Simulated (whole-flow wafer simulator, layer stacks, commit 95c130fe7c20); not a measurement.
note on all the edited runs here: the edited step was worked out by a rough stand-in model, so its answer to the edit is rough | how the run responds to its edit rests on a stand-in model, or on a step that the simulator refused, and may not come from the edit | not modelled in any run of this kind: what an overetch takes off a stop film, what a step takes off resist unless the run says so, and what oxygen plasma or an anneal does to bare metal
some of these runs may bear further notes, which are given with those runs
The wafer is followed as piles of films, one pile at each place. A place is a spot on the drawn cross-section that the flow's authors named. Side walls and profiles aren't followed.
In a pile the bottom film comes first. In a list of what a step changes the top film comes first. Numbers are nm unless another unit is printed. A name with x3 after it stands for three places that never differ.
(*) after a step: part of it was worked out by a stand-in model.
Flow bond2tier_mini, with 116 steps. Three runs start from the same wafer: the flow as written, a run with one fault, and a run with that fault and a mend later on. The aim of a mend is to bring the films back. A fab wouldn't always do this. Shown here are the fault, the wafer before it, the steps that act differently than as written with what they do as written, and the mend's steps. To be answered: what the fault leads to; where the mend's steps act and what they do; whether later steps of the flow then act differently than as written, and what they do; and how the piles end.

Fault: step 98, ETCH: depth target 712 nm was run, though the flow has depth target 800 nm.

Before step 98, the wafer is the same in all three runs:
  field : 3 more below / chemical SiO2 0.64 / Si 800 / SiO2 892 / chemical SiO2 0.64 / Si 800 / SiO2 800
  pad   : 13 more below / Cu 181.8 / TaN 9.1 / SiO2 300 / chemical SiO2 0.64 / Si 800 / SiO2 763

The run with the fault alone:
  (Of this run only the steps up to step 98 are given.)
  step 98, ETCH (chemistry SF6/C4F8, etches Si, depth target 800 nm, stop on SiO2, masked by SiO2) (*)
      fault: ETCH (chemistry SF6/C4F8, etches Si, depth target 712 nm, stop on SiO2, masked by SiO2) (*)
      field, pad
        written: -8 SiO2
        fault: -7.12 SiO2
  The piles after step 98 are only slightly different from the flow's at the places that both follow, by no more than 2% or 0.5 nm, whichever is larger.

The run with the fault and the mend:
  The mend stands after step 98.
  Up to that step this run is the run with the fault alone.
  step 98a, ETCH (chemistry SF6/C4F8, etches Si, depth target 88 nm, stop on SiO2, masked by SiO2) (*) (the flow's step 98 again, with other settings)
      field, pad
        -0.88 SiO2
  None of the later steps of the flow acts differently than as written at any place that is followed.
  The piles end the same as the flow's at every place that both follow.
